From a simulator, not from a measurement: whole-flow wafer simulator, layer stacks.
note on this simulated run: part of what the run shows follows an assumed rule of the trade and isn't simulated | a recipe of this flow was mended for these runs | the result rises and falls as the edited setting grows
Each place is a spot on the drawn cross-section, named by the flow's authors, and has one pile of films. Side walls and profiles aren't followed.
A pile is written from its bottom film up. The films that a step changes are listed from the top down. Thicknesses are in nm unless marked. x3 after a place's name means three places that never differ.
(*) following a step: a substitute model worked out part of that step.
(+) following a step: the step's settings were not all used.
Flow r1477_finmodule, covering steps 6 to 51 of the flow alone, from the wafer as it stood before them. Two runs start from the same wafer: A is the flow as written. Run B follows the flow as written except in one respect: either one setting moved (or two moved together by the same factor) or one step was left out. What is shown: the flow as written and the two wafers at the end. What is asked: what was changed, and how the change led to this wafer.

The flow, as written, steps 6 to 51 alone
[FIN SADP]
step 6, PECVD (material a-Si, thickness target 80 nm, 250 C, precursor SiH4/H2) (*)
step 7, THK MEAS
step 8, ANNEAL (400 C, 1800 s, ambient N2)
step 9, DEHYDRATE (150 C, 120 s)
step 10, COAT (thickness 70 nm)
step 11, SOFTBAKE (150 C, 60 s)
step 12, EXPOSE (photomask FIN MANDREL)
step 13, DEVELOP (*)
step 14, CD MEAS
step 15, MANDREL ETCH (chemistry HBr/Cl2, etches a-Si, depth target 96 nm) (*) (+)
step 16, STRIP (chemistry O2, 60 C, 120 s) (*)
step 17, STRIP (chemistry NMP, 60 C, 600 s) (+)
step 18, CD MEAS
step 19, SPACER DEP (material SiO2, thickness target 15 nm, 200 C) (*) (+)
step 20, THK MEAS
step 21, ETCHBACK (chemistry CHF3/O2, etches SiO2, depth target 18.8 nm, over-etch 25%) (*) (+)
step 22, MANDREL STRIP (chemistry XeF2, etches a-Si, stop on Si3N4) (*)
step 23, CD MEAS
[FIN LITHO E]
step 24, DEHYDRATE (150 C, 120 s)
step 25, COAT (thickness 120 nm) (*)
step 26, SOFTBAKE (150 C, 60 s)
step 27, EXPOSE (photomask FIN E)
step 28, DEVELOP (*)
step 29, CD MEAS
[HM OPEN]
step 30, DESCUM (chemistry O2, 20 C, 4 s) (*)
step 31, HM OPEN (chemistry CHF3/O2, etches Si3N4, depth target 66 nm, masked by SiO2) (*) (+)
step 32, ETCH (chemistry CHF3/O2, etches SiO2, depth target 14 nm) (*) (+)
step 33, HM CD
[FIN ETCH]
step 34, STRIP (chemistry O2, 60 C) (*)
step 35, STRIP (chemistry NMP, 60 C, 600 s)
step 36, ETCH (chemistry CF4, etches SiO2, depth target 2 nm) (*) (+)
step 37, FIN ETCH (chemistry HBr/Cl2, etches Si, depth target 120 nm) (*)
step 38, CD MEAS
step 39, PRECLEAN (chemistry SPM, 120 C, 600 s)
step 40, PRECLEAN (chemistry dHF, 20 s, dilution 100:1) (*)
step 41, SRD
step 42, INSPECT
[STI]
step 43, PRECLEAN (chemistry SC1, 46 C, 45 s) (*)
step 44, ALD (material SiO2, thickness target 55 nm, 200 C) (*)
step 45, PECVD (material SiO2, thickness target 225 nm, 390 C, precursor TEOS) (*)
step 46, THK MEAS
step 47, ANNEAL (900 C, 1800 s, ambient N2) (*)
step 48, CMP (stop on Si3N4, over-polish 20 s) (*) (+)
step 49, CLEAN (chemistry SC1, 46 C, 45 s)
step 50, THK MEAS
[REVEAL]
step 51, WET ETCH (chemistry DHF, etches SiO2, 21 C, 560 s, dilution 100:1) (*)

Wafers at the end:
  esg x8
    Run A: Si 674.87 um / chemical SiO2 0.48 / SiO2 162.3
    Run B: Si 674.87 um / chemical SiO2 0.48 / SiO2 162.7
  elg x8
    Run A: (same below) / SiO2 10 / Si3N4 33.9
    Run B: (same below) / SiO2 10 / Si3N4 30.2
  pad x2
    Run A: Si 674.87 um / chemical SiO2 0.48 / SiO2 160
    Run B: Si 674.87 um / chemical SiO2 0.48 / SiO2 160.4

What caused this: step 21, ETCHBACK: depth target 22.9 nm was run, whereas the flow has depth target 18.8 nm.

Step by step, how the change led to this:
  step 21, ETCHBACK (chemistry CHF3/O2, etches SiO2, depth target 18.8 nm, over-etch 25%) (*) (+)
      pad x2, elg x8, esg x8, s40sg x2, s45sg x2, s50sg x2: A -15 SiO2 (all of it), -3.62 Si3N4 | B -15 SiO2 (all of it), -7.47 Si3N4
      s40cg x2, s45cg x2, s50cg x2: A -15 SiO2 (all of it), -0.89 chemical SiO2 (all of it), -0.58 a-Si | B -15 SiO2 (all of it), -0.89 chemical SiO2 (all of it), -1.39 a-Si
  step 25, COAT (thickness 120 nm) (*)
      s40sg_line x2: A +60 e-beam-resist (new film) | B +61.4 e-beam-resist (new film)
      s45sg_line x2: A +60.3 e-beam-resist (new film) | B +61.8 e-beam-resist (new film)
      (also at 2 further places)
  step 28, DEVELOP (*)
      s40sg_line x2: A -60 e-beam-resist (all of it) | B -61.4 e-beam-resist (all of it)
      s45sg_line x2: A -60.3 e-beam-resist (all of it) | B -61.8 e-beam-resist (all of it)
      (also at 2 further places)
  step 31, HM OPEN (chemistry CHF3/O2, etches Si3N4, depth target 66 nm, masked by SiO2) (*) (+)
      pad x2, esg x8, s40sg x2, s45sg x2, s50sg x2: A -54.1 Si3N4 (all of it), -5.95 SiO2 | B -50.2 Si3N4 (all of it), -7.88 SiO2
  step 32, ETCH (chemistry CHF3/O2, etches SiO2, depth target 14 nm) (*) (+)
      pad x2, esg x8, s40sg x2, s45sg x2, s50sg x2: A -4.05 SiO2 (all of it), -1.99 Si | B -2.12 SiO2 (all of it), -2.38 Si
  step 51, WET ETCH (chemistry DHF, etches SiO2, 21 C, 560 s, dilution 100:1) (*)
      elg x8: A -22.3 SiO2 (all of it), -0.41 Si3N4 | B -26.1 SiO2 (all of it), -0.22 Si3N4
